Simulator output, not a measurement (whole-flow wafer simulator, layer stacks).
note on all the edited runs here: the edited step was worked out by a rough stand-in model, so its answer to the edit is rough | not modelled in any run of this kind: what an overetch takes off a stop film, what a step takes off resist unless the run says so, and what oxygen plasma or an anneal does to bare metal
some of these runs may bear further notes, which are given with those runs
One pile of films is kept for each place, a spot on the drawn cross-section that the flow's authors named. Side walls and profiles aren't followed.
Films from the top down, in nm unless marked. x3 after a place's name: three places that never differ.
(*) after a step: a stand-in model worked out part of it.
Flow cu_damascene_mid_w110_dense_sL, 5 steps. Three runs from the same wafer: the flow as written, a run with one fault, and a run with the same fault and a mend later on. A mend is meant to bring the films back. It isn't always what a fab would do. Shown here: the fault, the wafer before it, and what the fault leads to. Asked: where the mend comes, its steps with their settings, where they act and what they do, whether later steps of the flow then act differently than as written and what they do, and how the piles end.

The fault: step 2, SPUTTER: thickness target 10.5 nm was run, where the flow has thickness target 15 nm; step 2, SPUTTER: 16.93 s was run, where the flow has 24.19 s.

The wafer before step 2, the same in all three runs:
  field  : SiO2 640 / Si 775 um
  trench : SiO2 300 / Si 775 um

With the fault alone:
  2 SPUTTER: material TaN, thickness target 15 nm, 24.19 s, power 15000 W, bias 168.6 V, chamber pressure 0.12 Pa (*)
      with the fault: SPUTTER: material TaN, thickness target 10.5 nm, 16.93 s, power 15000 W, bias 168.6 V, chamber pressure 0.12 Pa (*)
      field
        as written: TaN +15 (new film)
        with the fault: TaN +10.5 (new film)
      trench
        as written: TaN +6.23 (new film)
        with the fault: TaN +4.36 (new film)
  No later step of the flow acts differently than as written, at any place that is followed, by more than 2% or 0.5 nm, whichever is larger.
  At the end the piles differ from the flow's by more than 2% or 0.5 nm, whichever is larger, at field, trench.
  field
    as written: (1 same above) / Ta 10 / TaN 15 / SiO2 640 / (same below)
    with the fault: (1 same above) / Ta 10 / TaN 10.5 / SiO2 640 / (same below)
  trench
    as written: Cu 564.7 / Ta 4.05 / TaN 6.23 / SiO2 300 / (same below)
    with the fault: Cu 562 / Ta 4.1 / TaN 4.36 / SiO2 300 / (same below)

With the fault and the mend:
  The mend comes after step 2.
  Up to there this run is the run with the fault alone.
  2a SPUTTER: material TaN, thickness target 4.5 nm, 7.257 s, power 15000 W, bias 168.6 V, chamber pressure 0.12 Pa (*) (the flow's step 2 once more, with other settings)
      field
        TaN +4.5
      trench
        TaN +1.8
  No later step of the flow acts differently than as written, at any place that is followed, by more than 2% or 0.5 nm, whichever is larger.
  At the end the piles differ from the flow's only slightly at the places that both follow, by at most 2% or 0.5 nm, whichever is larger.
